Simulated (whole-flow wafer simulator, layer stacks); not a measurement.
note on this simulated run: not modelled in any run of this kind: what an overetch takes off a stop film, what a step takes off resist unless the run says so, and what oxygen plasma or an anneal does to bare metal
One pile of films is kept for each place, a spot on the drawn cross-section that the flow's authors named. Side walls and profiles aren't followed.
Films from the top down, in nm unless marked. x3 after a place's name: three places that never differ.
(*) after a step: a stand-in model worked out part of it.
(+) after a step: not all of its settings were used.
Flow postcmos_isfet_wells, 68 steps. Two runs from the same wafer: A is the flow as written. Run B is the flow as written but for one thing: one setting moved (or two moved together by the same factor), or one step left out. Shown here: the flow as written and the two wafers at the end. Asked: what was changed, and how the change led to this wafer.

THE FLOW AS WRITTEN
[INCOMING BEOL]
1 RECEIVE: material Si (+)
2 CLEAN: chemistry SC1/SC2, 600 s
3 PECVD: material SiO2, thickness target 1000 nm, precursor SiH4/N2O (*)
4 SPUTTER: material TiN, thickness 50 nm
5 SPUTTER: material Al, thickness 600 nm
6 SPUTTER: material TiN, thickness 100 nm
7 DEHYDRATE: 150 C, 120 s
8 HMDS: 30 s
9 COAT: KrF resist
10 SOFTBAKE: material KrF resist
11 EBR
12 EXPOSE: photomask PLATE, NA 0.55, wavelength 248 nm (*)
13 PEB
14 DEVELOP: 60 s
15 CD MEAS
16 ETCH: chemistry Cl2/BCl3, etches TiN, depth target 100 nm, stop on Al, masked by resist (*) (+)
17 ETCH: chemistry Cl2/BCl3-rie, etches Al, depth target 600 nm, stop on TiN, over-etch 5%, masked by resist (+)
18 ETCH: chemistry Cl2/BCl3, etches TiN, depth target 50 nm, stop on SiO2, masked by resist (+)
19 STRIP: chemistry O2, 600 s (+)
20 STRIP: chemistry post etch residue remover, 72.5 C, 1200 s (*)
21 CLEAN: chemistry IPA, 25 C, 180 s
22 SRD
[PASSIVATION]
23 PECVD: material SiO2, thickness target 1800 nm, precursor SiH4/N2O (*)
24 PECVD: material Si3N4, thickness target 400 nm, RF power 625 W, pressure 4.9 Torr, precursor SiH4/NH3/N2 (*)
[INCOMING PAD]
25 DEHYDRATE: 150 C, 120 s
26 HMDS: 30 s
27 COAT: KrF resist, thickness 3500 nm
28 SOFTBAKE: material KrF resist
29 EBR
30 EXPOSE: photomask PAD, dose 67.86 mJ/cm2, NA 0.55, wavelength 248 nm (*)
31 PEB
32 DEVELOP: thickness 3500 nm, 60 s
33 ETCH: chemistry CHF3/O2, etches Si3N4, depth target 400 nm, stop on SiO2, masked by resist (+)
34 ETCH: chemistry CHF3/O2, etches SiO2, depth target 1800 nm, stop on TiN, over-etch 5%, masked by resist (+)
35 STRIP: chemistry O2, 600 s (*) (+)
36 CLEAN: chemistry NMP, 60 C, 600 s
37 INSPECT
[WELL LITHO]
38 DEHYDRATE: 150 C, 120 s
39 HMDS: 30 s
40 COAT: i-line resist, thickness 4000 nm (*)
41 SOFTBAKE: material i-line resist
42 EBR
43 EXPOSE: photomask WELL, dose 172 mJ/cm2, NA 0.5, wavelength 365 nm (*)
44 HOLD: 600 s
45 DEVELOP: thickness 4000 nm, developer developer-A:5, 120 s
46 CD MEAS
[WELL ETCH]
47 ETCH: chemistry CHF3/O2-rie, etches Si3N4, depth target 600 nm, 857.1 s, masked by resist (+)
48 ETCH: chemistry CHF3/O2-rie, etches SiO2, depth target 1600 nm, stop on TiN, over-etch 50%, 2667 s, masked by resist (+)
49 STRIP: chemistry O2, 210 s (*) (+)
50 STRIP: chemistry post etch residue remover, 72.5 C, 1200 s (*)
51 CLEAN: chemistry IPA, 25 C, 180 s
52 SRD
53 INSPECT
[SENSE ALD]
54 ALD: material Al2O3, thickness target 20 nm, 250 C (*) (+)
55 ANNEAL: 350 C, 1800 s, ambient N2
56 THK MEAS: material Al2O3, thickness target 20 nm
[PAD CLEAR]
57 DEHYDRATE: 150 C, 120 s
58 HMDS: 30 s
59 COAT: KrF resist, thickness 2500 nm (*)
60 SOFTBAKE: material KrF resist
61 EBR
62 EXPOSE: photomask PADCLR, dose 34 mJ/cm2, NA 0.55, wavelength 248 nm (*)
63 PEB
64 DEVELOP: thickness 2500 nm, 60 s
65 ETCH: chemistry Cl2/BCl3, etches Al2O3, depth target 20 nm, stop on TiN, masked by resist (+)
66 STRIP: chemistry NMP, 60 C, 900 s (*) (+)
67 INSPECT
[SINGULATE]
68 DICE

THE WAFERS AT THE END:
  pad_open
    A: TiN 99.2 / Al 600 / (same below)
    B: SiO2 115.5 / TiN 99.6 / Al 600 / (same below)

The cause: step 33, ETCH: depth target 290 nm was run, where the flow has depth target 400 nm.

How the change led to this, step by step:
  33 ETCH: chemistry CHF3/O2, etches Si3N4, depth target 400 nm, stop on SiO2, masked by resist (+)
      pad_open: A Si3N4 -400 (all of it) | B Si3N4 -290
      field, margin, well900, well1300 x3, pad_rim, pad_clr: A KrF resist -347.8 | B KrF resist -252.2
  34 ETCH: chemistry CHF3/O2, etches SiO2, depth target 1800 nm, stop on TiN, over-etch 5%, masked by resist (+)
      pad_open: A SiO2 -1800 (all of it) | B Si3N4 -110 (all of it), SiO2 -1684.5
  35 STRIP: chemistry O2, 600 s (*) (+)
      field, margin, well900, well1300 x3, pad_rim, pad_clr: A KrF resist -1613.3 (all of it) | B KrF resist -1709 (all of it)
  41 SOFTBAKE: material i-line resist
      pad_clr: A i-line resist -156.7 | B i-line resist -145.1
      pad_open: A i-line resist +115.3 | B i-line resist +110.2
  49 STRIP: chemistry O2, 210 s (*) (+)
      pad_clr: A i-line resist -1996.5 (all of it) | B i-line resist -2044 (all of it)
  59 COAT: KrF resist, thickness 2500 nm (*)
      pad_clr: A KrF resist +1691.6 (new film) | B KrF resist +1730.4 (new film)
  64 DEVELOP: thickness 2500 nm, 60 s
      pad_clr: A KrF resist -1676 (all of it) | B KrF resist -1714.6 (all of it)
